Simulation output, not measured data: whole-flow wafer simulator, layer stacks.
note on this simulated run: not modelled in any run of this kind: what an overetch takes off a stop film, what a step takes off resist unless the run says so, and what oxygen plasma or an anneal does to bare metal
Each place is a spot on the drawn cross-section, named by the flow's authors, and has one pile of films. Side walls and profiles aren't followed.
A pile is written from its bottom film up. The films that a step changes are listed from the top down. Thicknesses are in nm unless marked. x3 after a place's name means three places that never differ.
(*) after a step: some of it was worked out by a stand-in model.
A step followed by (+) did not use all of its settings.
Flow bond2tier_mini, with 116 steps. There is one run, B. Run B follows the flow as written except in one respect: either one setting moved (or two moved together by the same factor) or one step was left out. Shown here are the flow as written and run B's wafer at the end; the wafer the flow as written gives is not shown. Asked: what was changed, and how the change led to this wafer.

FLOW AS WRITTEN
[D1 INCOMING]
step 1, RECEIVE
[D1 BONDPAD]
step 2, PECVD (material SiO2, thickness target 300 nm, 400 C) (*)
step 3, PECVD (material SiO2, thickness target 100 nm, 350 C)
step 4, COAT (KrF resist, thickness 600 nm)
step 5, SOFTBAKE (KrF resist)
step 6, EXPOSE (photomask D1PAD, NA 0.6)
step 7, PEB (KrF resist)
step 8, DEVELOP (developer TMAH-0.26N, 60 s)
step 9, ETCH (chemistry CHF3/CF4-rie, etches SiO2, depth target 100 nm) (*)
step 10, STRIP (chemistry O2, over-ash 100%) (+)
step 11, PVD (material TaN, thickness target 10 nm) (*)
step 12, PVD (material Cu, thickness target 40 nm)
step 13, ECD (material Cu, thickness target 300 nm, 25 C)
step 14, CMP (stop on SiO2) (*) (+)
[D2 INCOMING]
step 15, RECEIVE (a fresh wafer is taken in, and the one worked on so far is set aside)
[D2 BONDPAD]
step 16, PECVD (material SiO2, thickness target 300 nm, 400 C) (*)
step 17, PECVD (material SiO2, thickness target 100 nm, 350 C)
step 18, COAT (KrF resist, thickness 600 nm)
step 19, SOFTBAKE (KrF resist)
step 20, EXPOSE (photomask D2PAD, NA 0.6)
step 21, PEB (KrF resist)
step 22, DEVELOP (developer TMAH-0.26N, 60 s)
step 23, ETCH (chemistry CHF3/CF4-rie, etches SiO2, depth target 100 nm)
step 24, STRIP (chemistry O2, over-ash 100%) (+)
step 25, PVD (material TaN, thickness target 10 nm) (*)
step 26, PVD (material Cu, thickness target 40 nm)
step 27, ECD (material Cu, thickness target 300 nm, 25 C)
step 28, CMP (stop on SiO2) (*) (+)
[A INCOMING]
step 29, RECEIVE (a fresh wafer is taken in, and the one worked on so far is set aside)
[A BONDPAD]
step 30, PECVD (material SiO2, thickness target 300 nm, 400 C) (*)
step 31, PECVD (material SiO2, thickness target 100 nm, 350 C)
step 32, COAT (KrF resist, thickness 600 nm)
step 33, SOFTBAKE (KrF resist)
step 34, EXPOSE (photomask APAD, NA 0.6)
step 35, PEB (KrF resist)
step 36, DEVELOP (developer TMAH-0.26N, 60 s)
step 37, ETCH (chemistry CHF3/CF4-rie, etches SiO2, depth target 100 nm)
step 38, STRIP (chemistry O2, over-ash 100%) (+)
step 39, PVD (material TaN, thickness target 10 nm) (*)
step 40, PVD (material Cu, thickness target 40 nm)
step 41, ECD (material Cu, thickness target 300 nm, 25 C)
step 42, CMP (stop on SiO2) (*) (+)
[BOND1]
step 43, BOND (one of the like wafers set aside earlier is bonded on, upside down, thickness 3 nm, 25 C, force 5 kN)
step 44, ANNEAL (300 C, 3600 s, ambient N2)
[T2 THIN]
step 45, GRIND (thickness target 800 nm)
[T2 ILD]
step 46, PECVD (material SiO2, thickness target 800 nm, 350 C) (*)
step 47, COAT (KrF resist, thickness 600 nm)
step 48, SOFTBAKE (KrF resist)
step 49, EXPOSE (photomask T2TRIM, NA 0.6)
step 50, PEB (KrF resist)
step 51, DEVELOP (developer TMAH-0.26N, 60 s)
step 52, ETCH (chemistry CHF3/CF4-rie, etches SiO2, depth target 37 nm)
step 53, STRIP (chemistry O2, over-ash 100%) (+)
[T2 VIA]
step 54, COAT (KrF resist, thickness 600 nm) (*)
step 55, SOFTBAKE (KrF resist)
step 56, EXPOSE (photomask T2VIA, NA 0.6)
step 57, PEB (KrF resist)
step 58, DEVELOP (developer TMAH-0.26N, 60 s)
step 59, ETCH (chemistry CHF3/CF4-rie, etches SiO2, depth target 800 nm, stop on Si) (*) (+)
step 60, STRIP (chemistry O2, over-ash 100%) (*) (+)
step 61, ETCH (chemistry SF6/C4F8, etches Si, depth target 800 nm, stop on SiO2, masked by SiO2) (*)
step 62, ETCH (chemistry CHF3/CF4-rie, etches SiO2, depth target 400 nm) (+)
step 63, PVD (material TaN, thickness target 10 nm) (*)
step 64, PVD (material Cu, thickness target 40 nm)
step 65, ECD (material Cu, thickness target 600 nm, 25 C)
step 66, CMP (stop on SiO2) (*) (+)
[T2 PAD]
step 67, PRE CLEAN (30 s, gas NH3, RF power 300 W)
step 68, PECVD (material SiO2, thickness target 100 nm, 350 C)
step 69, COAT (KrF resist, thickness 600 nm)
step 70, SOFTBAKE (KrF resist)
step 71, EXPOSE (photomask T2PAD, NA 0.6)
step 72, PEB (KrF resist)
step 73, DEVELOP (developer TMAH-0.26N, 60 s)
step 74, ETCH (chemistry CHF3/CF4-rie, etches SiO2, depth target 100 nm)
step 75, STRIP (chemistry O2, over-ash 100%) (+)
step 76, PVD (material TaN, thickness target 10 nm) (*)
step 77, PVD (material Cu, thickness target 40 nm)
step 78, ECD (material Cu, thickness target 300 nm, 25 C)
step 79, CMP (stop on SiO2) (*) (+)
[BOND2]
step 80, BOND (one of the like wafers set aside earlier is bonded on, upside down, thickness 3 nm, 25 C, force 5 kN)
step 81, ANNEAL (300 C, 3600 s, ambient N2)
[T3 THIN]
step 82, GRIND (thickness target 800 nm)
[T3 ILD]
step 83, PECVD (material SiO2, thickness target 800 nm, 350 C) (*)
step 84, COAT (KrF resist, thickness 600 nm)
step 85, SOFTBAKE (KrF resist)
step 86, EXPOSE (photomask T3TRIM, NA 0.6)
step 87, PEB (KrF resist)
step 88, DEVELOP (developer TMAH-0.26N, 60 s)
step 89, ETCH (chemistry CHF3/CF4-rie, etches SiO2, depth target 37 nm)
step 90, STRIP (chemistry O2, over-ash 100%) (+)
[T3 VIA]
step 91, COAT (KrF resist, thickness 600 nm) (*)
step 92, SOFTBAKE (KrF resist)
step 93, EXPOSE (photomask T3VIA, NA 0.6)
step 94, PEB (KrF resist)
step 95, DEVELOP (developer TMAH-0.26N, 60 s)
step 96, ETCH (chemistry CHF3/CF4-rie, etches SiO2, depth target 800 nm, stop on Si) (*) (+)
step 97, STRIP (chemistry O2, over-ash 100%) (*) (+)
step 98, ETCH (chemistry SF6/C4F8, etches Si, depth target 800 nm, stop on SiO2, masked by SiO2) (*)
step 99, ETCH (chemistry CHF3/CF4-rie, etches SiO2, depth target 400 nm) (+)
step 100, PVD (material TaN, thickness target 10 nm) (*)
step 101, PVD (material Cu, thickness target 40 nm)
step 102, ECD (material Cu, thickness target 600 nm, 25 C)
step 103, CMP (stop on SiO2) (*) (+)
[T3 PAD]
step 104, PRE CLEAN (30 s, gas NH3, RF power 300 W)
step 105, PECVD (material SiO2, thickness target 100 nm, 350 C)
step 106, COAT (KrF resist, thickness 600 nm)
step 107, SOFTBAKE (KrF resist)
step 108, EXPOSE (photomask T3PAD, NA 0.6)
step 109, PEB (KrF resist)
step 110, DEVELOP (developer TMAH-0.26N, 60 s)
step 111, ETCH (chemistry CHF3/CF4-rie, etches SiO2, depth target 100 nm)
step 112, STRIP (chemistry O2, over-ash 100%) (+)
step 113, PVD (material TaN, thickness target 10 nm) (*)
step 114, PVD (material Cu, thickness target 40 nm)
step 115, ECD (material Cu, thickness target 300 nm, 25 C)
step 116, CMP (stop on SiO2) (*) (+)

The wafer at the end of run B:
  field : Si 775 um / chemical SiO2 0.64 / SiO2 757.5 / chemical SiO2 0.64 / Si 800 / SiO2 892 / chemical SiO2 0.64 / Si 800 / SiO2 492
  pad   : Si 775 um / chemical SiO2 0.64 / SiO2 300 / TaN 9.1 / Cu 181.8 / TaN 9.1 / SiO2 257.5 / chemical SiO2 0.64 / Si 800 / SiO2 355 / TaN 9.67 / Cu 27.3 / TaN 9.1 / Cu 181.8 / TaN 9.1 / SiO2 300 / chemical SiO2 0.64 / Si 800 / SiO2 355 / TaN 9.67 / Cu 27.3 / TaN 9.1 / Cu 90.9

What caused this: step 3, PECVD: thickness target 57.5 nm was run, though the flow has thickness target 100 nm.

How this came from the change, step by step:
  step 3, PECVD (material SiO2, thickness target 100 nm, 350 C)
      field, pad, via: SiO2 gains 57.5 (as written it would have been: SiO2 gains 100)
  step 43, BOND (one of the like wafers set aside earlier is bonded on, upside down, thickness 3 nm, 25 C, force 5 kN)
      field: Si gains 775 um (new film), chemical SiO2 gains 0.64 (new film), SiO2 gains 357.5 (as written it would have been: Si gains 775 um (new film), chemical SiO2 gains 0.64 (new film), SiO2 gains 400)
      pad: Si gains 775 um (new film), chemical SiO2 gains 0.64 (new film), SiO2 gains 257.5 (new film), TaN gains 9.1 (new film), Cu gains 90.9 (as written it would have been: Si gains 775 um (new film), chemical SiO2 gains 0.64 (new film), SiO2 gains 300 (new film), TaN gains 9.1 (new film), Cu gains 90.9)
      (also at 1 further place)
